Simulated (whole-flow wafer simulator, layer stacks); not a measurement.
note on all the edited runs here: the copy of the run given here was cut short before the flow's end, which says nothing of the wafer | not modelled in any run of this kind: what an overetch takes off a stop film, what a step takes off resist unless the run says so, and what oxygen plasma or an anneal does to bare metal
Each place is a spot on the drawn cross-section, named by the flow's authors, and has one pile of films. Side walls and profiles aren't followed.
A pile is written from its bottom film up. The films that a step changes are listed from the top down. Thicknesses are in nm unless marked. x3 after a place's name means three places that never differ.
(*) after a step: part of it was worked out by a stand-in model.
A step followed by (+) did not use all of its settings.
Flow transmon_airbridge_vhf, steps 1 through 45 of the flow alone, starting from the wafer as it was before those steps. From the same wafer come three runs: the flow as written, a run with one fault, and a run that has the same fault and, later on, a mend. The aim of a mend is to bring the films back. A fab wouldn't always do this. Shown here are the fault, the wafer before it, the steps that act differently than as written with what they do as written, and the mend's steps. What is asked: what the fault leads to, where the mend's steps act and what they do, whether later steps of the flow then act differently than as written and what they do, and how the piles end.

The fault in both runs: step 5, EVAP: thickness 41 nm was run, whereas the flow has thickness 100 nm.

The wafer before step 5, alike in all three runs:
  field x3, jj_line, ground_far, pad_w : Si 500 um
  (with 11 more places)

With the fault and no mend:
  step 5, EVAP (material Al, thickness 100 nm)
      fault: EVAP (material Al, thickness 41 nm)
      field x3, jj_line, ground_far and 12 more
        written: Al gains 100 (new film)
        fault: Al gains 41 (new film)
  Later steps of the flow acting differently than as written (10 more steps, not shown, differ only slightly: by at most 2% or 0.5 nm, whichever is larger):
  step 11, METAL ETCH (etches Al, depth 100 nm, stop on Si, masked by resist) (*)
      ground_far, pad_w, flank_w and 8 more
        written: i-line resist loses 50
        fault: i-line resist loses 30.8
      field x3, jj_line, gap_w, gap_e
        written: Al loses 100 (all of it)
        fault: Al loses 41 (all of it)
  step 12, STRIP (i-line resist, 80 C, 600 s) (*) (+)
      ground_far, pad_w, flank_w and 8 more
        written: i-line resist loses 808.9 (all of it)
        fault: i-line resist loses 828.2 (all of it)
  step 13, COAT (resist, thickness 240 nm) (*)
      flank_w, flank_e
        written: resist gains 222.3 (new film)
        fault: resist gains 232 (new film)
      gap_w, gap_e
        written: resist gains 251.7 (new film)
        fault: resist gains 245.2 (new film)
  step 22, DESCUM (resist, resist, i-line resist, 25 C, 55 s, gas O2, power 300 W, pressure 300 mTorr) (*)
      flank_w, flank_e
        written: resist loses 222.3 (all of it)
        fault: resist loses 232 (all of it)
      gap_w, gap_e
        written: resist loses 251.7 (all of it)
        fault: resist loses 245.2 (all of it)
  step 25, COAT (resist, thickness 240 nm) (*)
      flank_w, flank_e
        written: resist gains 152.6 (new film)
        fault: resist gains 160.1 (new film)
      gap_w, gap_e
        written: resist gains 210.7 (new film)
        fault: resist gains 204.3 (new film)
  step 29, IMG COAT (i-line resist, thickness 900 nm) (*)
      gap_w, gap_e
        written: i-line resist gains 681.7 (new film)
        fault: i-line resist gains 666.3 (new film)
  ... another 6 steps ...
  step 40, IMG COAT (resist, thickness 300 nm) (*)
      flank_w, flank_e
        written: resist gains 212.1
        fault: resist gains 220.5
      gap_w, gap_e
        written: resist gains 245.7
        fault: resist gains 240.3
  The piles end different from the flow's at ground_far, pad_w, flank_w and 10 more by more than 2% or 0.5 nm, whichever is larger.
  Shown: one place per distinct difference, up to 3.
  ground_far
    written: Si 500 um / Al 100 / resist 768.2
    fault: Si 500 um / Al 41 / resist 768.2
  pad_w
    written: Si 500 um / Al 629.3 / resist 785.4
    fault: Si 499.99 um / Al 591.3 / resist 785.3
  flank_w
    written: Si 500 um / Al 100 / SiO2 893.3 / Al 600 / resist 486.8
    fault: Si 500 um / Al 41 / SiO2 893 / Al 600 / resist 498.4

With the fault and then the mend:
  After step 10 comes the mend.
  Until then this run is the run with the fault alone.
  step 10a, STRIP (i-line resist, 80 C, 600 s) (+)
      ground_far, pad_w, flank_w and 8 more
        i-line resist loses 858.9 (all of it)
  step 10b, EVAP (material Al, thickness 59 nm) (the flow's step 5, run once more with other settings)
      field x3, jj_line, ground_far and 12 more
        Al gains 59
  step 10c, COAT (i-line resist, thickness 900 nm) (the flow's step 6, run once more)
      field x3, jj_line, ground_far and 12 more
        i-line resist gains 900 (new film)
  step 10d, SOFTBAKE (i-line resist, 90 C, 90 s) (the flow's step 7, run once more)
      does not change any film at any place that is followed
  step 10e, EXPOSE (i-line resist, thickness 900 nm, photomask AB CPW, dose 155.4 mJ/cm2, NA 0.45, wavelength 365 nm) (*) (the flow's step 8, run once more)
      does not change any film at any place that is followed
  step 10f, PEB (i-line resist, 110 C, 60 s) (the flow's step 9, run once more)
      field x3, jj_line, ground_far and 12 more
        i-line resist loses 41
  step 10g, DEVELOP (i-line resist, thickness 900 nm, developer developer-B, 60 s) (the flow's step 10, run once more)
      ground_far, pad_w, flank_w and 8 more
        i-line resist loses 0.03
      field x3, jj_line, gap_w, gap_e
        i-line resist loses 859 (all of it)
  Later steps of the flow that are run all act as written at every place that is followed.
  By the end, the piles equal the flow's at every place that both follow.
